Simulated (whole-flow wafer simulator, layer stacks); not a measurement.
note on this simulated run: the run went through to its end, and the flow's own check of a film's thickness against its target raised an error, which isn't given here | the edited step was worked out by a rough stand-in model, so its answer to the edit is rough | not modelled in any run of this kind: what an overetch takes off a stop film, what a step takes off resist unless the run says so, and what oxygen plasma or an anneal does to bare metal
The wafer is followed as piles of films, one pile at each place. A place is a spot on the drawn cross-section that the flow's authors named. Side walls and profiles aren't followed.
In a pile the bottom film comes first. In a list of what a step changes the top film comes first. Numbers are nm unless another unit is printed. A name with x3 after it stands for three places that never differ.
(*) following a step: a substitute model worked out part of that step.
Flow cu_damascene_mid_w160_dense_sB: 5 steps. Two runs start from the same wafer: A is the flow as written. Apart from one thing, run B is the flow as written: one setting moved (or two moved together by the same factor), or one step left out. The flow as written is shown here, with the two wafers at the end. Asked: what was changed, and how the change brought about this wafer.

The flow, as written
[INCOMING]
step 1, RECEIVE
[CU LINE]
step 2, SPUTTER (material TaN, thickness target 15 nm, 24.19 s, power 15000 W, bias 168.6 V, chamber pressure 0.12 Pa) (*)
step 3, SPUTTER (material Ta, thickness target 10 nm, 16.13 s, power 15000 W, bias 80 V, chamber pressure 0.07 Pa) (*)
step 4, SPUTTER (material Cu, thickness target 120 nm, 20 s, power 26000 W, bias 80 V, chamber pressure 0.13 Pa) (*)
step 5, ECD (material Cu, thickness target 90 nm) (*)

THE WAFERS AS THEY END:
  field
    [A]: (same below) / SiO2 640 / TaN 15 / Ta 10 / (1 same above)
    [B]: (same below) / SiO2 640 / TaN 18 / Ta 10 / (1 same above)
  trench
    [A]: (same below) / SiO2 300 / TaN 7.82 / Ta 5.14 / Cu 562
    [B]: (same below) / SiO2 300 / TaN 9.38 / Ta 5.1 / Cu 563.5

What caused this: step 2, SPUTTER: thickness target 18 nm was run, whereas the flow has thickness target 15 nm.
One can read it off the wafer: field has TaN 18, and step 2 as written asks for 15 nm.

Step by step, how the change led to this:
  step 2, SPUTTER (material TaN, thickness target 15 nm, 24.19 s, power 15000 W, bias 168.6 V, chamber pressure 0.12 Pa) (*)
      field: A TaN gains 15 (new film) | B TaN gains 18 (new film)
      trench: A TaN gains 7.82 (new film) | B TaN gains 9.38 (new film)
